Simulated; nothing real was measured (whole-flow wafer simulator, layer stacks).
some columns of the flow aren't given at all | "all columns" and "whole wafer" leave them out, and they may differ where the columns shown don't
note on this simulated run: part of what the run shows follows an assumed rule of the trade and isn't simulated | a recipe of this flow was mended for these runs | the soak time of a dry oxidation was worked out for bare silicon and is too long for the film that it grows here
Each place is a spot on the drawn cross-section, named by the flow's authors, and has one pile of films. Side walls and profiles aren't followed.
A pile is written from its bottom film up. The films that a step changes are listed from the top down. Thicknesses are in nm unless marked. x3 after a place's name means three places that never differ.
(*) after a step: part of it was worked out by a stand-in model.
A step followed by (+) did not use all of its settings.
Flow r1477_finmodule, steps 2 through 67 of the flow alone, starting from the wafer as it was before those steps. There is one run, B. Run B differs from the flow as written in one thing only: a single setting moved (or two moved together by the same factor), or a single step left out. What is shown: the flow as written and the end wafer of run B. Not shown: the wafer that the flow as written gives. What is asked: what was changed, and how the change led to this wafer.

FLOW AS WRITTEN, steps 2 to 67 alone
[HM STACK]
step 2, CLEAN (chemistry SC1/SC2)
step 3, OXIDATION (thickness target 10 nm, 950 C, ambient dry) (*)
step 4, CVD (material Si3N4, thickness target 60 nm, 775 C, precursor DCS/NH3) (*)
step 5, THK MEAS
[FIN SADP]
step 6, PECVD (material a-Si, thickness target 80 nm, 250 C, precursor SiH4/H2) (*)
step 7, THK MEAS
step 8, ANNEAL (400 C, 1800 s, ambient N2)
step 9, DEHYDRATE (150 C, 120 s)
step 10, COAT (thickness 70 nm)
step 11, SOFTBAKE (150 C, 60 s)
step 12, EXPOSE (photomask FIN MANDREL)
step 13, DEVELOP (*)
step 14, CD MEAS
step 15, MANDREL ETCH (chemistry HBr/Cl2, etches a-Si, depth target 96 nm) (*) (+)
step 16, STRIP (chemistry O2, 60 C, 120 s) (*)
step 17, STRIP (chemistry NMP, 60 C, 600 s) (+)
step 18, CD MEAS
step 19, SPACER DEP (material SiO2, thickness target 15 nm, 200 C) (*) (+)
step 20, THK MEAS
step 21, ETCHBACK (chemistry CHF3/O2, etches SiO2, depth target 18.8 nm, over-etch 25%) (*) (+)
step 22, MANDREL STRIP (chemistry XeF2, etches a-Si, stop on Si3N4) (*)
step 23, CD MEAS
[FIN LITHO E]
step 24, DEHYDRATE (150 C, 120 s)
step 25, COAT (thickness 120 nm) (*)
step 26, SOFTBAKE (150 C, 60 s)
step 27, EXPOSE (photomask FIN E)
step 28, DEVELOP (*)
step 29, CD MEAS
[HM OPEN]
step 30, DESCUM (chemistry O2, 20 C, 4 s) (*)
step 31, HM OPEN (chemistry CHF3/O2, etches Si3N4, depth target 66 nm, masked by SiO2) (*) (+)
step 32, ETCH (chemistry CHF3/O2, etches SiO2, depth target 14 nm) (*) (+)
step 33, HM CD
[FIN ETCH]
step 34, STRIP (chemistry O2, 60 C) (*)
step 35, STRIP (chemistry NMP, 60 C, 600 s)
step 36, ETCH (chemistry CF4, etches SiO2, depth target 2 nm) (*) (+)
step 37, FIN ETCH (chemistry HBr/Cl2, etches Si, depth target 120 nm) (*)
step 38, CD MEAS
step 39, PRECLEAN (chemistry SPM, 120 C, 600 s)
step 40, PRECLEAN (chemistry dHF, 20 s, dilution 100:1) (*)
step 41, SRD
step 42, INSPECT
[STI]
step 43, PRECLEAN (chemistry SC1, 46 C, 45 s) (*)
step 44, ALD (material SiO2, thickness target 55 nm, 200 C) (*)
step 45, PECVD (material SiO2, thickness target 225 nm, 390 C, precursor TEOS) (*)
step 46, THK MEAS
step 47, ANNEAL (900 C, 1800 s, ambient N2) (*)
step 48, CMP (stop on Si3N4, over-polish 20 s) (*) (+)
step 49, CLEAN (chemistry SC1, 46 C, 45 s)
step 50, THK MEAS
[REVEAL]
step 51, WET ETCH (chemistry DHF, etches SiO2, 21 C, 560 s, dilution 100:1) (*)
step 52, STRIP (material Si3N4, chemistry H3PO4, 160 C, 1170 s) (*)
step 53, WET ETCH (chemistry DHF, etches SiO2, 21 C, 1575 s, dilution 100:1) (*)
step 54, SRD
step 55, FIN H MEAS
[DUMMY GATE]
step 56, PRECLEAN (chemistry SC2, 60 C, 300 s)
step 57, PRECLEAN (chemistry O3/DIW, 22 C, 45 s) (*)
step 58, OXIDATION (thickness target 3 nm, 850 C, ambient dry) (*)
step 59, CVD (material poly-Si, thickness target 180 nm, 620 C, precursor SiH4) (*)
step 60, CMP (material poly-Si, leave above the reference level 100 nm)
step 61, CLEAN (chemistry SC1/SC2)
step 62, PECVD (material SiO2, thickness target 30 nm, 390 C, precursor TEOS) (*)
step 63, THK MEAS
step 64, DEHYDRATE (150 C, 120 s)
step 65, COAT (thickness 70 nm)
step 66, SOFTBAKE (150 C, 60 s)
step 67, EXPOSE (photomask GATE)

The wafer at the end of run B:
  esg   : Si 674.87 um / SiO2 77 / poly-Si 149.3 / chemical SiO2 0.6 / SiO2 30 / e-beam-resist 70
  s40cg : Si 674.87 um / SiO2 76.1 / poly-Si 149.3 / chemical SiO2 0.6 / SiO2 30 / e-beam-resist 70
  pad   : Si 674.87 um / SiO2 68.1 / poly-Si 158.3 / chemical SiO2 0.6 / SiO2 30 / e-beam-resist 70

The reason: step 15, MANDREL ETCH: depth target 119 nm was run, while the flow as written has depth target 96 nm.

The path from the change to this, step by step:
  step 15, MANDREL ETCH (chemistry HBr/Cl2, etches a-Si, depth target 96 nm) (*) (+)
      pad, padg, elg and 27 more: -80 a-Si (all of it), -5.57 Si3N4 (as written it would have been: -80 a-Si (all of it), -2.29 Si3N4)
      s40cg, s45cg, s50cg, s40co, s45co, s50co: -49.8 e-beam-resist (as written it would have been: -41 e-beam-resist)
  step 16, STRIP (chemistry O2, 60 C, 120 s) (*)
      s40cg, s45cg, s50cg, s40co, s45co, s50co: +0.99 chemical SiO2 (new film), -20.2 e-beam-resist (all of it), -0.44 a-Si (as written it would have been: +0.89 chemical SiO2 (new film), -29 e-beam-resist (all of it), -0.39 a-Si)
  step 25, COAT (thickness 120 nm) (*)
      s40sg_line, s40so_line: +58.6 e-beam-resist (new film) (as written it would have been: +60 e-beam-resist (new film))
      s45sg_line, s45so_line: +59 e-beam-resist (new film) (as written it would have been: +60.3 e-beam-resist (new film))
  step 28, DEVELOP (*)
      s40sg_line, s40so_line: -58.6 e-beam-resist (all of it) (as written it would have been: -60 e-beam-resist (all of it))
      s45sg_line, s45so_line: -59 e-beam-resist (all of it) (as written it would have been: -60.3 e-beam-resist (all of it))
  step 31, HM OPEN (chemistry CHF3/O2, etches Si3N4, depth target 66 nm, masked by SiO2) (*) (+)
      pad, padg, esg and 13 more: -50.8 Si3N4 (all of it), -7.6 SiO2 (as written it would have been: -54.1 Si3N4 (all of it), -5.95 SiO2)
  step 32, ETCH (chemistry CHF3/O2, etches SiO2, depth target 14 nm) (*) (+)
      pad, padg, esg and 13 more: -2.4 SiO2 (all of it), -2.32 Si (as written it would have been: -4.05 SiO2 (all of it), -1.99 Si)
  step 48, CMP (stop on Si3N4, over-polish 20 s) (*) (+)
      pad, padg: -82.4 SiO2 (as written it would have been: -79.4 SiO2)
  step 52, STRIP (material Si3N4, chemistry H3PO4, 160 C, 1170 s) (*)
      elg, e40lg, e100lg, e200lg, elo, e40lo, e100lo, e200lo: -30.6 Si3N4 (all of it), -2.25 SiO2 (as written it would have been: -33.9 Si3N4 (all of it), -2.15 SiO2)
      s40sg_line, s45sg_line, s50sg_line, s40so_line, s45so_line, s50so_line: -51.8 Si3N4 (all of it), -1.59 SiO2 (as written it would have been: -55.1 Si3N4 (all of it), -1.49 SiO2)
  step 60, CMP (material poly-Si, leave above the reference level 100 nm)
      pad, padg: -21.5 poly-Si (as written it would have been: -24.8 poly-Si)
